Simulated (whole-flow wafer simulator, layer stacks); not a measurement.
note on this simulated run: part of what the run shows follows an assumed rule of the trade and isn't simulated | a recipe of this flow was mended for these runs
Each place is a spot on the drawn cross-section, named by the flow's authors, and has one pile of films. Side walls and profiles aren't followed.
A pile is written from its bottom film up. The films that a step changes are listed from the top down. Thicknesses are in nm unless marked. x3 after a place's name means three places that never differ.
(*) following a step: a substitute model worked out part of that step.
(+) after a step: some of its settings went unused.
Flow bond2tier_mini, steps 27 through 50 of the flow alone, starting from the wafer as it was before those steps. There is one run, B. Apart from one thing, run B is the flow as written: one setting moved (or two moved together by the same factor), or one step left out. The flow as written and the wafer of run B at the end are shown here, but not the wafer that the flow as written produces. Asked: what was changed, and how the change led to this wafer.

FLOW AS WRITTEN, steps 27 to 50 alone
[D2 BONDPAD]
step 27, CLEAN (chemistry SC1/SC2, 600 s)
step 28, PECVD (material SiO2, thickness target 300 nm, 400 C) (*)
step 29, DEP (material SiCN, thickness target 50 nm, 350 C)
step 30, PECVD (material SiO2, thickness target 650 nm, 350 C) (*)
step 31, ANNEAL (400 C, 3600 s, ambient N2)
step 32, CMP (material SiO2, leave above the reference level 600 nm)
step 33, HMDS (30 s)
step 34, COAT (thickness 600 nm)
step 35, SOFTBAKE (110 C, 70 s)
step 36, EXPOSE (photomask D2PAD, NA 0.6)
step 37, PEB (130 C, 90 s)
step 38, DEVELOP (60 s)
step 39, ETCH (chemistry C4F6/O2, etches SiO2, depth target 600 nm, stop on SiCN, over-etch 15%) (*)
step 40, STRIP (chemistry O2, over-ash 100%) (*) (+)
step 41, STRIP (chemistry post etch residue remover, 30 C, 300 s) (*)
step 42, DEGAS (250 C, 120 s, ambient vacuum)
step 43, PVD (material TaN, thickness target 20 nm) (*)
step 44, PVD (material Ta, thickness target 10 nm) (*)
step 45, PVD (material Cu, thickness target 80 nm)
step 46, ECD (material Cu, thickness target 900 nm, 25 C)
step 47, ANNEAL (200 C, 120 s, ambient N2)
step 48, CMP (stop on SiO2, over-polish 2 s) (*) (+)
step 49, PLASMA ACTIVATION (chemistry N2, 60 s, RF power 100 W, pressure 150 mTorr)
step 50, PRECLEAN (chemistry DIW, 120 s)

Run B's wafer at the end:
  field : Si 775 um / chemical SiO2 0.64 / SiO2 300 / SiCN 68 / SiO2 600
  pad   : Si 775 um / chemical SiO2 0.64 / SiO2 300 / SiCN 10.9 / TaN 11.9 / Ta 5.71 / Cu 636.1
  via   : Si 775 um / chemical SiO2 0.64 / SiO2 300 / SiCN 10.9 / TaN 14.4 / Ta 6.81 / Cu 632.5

Cause: step 29, DEP: thickness target 68 nm was run, whereas the flow has thickness target 50 nm; step 39, ETCH: depth target 816 nm was run, where the flow has depth target 600 nm.
The wafer itself shows it: field has SiCN 68, and step 29 as written asks for 50 nm.

Step by step, how the change led to this:
  step 29, DEP (material SiCN, thickness target 50 nm, 350 C)
      field, pad, via: SiCN gains 68 (new film) (as written it would have been: SiCN gains 50 (new film))
  step 39, ETCH (chemistry C4F6/O2, etches SiO2, depth target 600 nm, stop on SiCN, over-etch 15%) (*)
      pad, via: SiO2 loses 600 (all of it), SiCN loses 57.1 (as written it would have been: SiO2 loses 600 (all of it), SiCN loses 15.2)
      field: thick-KrF-resist loses 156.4 (as written it would have been: thick-KrF-resist loses 115)
  step 40, STRIP (chemistry O2, over-ash 100%) (*) (+)
      field: thick-KrF-resist loses 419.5 (all of it) (as written it would have been: thick-KrF-resist loses 460.9 (all of it))
  step 45, PVD (material Cu, thickness target 80 nm)
      pad: Cu gains 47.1 (new film) (as written it would have been: Cu gains 48.4 (new film))
      via: Cu gains 57 (new film) (as written it would have been: Cu gains 59 (new film))
  step 46, ECD (material Cu, thickness target 900 nm, 25 C)
      pad: Cu gains 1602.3 (as written it would have been: Cu gains 1558.7)
      via: Cu gains 1588.9 (as written it would have been: Cu gains 1544.3)
